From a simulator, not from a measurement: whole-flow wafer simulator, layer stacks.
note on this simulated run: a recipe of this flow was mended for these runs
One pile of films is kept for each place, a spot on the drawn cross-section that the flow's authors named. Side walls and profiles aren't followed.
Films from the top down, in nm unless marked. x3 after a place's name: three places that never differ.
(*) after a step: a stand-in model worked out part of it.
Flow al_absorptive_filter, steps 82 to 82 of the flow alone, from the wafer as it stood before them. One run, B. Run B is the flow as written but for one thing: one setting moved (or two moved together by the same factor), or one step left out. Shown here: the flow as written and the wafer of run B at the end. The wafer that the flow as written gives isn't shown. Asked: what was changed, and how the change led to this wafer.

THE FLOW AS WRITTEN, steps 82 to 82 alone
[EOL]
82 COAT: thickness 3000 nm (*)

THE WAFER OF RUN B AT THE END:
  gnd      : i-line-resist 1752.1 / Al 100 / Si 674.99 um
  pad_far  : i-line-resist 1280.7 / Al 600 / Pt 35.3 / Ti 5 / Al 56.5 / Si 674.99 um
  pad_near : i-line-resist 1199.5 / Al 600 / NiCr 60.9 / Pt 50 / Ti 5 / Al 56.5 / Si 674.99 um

The cause: step 82, COAT: thickness 1672 nm was run, where the flow has thickness 3000 nm.

How the change led to this, step by step:
  82 COAT: thickness 3000 nm (*)
      xa_field, xl_land, idc_field: i-line-resist +1672 (new film) (as written it would be: i-line-resist +3000 (new film))
      gnd: i-line-resist +1752.1 (new film) (as written it would be: i-line-resist +3084.4 (new film))
      (and at 10 more places)
